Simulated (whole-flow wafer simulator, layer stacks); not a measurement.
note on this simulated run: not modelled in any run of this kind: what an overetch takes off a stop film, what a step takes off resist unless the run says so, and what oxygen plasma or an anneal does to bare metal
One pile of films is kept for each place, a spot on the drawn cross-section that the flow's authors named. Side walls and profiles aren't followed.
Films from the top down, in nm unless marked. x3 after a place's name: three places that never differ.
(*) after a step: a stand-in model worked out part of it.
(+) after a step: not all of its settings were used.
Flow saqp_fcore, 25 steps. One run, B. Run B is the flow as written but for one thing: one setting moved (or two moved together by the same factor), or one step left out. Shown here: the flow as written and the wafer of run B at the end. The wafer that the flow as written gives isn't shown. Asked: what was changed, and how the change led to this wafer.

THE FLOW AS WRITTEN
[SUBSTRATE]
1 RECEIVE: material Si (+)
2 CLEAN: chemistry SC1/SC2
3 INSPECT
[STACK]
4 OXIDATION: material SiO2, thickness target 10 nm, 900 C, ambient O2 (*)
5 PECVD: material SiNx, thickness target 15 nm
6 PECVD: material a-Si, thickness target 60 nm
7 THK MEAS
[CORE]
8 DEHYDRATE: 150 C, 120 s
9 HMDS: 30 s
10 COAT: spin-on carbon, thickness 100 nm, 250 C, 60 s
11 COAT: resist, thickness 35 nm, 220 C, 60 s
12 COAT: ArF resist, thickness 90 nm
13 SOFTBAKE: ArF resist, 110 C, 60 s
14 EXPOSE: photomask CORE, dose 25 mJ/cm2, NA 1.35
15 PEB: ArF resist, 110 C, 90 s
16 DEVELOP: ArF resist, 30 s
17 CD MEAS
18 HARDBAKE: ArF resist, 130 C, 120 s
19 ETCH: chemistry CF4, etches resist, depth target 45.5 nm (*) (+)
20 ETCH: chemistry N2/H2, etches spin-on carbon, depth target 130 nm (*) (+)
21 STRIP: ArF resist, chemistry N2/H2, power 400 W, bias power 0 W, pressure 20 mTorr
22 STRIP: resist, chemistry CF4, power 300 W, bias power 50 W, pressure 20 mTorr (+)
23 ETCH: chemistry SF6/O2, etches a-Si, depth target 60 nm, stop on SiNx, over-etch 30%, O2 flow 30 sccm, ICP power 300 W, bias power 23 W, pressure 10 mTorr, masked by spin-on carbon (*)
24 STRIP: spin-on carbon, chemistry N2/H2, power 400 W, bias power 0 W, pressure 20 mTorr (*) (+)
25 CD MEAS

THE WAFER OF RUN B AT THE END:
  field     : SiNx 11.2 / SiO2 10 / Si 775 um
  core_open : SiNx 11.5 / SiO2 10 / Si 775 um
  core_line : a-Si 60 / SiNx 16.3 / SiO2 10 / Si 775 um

The cause: step 5, PECVD: thickness target 16.3 nm was run, where the flow has thickness target 15 nm.
It can be read off the wafer: core_line has SiNx 16.3, and step 5 as written asks for 15 nm.

How the change led to this, step by step:
  5 PECVD: material SiNx, thickness target 15 nm
      field, core_open, core_line: SiNx +16.3 (new film) (as written it would be: SiNx +15 (new film))
